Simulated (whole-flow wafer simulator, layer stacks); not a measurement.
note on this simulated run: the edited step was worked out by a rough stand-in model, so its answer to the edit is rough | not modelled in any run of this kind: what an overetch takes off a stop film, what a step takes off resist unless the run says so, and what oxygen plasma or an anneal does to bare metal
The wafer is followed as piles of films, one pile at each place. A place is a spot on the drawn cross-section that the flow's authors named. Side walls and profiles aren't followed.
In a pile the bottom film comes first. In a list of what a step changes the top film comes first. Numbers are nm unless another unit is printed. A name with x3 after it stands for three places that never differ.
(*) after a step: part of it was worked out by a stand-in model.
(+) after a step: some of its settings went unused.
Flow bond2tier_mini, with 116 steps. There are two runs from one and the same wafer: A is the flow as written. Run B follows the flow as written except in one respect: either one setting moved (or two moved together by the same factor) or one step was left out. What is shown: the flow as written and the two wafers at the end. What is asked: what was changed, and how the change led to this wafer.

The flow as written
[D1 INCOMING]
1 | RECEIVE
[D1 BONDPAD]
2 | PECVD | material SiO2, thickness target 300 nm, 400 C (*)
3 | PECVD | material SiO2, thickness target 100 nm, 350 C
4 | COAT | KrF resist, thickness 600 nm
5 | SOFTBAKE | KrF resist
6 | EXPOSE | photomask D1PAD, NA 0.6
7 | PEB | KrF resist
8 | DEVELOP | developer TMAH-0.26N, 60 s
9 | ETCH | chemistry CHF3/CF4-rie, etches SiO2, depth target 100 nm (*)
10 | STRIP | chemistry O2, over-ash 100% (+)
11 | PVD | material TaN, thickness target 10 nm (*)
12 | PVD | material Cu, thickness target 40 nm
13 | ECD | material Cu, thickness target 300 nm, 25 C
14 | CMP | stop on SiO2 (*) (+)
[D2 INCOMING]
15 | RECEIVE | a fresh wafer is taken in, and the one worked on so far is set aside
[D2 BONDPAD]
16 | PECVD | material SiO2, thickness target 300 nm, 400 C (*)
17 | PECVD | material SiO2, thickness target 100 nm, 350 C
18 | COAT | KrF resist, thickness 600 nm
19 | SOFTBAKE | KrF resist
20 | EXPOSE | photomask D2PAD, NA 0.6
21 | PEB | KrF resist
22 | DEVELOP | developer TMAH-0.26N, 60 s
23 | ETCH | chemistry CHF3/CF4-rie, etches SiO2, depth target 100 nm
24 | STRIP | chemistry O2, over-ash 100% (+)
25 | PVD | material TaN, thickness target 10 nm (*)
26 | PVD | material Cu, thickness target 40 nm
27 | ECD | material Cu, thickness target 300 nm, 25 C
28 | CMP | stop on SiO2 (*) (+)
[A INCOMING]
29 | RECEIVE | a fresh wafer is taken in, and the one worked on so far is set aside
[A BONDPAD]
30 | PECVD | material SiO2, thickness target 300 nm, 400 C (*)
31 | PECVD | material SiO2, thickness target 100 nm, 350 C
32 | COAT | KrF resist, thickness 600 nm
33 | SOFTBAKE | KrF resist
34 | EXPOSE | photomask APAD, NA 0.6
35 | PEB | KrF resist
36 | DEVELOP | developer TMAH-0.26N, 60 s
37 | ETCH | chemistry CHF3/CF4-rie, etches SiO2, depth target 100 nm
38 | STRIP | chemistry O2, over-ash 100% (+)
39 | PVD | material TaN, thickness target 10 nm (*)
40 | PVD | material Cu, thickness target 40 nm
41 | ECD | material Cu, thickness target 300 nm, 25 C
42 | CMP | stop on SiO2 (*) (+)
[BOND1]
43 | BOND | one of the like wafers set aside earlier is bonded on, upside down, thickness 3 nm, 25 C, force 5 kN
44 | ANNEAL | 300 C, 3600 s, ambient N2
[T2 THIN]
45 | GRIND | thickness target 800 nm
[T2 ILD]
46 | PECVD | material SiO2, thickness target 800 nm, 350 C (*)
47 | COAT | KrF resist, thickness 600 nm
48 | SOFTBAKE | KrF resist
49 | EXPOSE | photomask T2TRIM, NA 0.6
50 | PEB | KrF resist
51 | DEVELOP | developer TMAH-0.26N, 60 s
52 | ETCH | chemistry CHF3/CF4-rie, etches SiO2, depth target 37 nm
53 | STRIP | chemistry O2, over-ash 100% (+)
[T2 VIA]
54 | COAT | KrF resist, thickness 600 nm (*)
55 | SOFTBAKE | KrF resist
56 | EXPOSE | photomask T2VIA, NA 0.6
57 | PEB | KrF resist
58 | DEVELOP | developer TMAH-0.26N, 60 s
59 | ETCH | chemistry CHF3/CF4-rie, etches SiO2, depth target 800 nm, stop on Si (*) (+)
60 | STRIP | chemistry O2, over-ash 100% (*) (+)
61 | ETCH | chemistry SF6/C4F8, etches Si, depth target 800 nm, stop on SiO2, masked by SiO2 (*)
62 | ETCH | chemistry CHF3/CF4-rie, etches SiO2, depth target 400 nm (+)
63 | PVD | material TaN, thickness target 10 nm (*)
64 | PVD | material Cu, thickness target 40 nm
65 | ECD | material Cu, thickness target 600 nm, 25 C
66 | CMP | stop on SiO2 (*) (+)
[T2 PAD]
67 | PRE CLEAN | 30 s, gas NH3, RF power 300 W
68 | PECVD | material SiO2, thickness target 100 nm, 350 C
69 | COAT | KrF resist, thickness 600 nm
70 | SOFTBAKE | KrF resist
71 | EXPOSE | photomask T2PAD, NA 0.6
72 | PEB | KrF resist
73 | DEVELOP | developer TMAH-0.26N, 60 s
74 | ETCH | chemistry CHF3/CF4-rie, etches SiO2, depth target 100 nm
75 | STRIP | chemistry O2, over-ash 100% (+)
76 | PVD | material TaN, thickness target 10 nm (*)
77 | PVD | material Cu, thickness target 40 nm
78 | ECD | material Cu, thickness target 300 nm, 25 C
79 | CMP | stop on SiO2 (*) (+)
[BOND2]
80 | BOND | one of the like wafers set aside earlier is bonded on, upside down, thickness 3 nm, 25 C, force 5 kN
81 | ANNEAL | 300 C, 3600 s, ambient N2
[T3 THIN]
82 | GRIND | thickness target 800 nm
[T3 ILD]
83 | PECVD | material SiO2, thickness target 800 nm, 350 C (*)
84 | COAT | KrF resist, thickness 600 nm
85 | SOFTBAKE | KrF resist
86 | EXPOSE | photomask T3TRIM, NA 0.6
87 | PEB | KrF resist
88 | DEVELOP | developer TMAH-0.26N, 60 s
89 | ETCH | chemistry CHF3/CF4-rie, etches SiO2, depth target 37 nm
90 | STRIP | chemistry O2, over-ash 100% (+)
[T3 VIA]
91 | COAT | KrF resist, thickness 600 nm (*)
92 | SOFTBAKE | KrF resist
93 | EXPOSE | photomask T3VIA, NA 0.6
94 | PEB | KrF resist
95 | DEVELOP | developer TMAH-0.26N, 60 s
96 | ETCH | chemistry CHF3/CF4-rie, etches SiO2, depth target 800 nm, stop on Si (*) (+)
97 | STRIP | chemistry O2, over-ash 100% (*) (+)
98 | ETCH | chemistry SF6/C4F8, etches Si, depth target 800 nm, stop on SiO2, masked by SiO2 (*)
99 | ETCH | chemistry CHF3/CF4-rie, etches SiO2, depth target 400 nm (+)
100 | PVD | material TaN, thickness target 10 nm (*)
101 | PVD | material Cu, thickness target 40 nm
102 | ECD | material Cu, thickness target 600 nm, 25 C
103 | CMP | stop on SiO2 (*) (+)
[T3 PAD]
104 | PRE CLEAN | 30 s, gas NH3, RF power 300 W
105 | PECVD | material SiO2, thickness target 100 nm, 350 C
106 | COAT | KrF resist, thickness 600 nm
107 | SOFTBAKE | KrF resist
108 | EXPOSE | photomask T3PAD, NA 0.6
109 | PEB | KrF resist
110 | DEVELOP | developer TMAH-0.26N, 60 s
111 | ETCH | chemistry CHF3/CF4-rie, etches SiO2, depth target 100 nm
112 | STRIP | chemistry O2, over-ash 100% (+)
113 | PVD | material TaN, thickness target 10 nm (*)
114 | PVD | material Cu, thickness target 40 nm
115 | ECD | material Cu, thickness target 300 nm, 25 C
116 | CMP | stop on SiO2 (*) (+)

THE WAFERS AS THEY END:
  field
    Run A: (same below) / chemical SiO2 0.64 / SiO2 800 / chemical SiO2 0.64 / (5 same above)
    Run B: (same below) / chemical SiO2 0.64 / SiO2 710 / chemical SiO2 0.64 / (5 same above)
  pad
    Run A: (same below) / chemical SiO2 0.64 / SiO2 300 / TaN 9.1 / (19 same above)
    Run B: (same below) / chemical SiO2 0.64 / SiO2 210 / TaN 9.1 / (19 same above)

What caused this: step 30, PECVD: thickness target 210 nm was run, whereas the flow has thickness target 300 nm.
The wafer itself shows it: pad has SiO2 210, and step 30 as written asks for 300 nm.

Step by step, how the change led to this:
  30 | PECVD | material SiO2, thickness target 300 nm, 400 C (*)
      field, pad, via: A +300 SiO2 (new film) | B +210 SiO2 (new film)
